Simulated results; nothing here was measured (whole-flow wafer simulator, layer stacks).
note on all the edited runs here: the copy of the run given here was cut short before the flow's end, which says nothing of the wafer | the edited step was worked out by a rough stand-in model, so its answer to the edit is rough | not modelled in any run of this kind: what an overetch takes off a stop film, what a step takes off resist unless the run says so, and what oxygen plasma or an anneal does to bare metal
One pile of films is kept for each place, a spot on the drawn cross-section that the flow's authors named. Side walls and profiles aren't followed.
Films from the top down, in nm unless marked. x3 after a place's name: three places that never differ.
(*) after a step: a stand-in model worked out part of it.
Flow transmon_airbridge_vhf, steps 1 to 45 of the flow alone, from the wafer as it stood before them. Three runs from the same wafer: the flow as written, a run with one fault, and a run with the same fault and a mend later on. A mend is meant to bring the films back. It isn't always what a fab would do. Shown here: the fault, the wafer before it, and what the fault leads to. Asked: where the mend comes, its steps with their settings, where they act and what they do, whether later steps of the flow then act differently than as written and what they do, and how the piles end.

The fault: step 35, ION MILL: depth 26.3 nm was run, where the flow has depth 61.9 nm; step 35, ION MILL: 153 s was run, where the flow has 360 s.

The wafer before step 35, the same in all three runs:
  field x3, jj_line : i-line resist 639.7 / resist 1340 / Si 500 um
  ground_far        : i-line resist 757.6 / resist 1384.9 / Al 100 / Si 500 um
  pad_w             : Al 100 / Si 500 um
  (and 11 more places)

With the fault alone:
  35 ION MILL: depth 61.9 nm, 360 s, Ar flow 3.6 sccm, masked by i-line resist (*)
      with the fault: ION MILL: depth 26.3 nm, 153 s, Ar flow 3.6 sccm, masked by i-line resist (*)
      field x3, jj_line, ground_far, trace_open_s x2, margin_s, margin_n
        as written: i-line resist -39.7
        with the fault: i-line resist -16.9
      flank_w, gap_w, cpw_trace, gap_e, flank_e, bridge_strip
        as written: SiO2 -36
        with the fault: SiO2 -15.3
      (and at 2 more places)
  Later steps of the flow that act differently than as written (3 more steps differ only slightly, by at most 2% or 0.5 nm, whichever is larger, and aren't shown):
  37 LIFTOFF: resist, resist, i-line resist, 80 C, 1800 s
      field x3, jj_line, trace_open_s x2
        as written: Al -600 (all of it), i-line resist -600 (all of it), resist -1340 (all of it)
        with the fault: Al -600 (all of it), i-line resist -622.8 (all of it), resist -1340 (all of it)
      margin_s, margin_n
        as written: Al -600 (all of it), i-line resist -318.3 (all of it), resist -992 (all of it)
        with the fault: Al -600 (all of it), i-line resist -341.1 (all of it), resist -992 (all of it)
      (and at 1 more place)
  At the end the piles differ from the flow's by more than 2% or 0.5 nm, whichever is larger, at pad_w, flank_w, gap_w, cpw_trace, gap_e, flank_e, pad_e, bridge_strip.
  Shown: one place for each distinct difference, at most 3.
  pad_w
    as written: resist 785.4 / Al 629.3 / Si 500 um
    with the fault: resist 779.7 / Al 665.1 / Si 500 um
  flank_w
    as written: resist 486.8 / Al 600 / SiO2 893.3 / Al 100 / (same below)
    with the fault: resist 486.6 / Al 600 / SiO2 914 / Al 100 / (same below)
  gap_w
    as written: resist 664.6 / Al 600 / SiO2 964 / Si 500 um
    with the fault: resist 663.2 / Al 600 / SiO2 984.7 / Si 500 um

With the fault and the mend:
  The mend comes after step 35.
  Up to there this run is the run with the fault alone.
  35a ION MILL: depth 35.6 nm, 207 s, Ar flow 3.6 sccm, masked by i-line resist (*) (the flow's step 35 once more, with other settings)
      field x3, jj_line, ground_far, trace_open_s x2, margin_s, margin_n
        i-line resist -22.9
      flank_w, gap_w, cpw_trace, gap_e, flank_e, bridge_strip
        SiO2 -20.7
      pad_w, pad_e
        Al -35.6
  No later step of the flow acts differently than as written at any place that is followed.
  At the end the piles are the same as the flow's at every place that both follow.
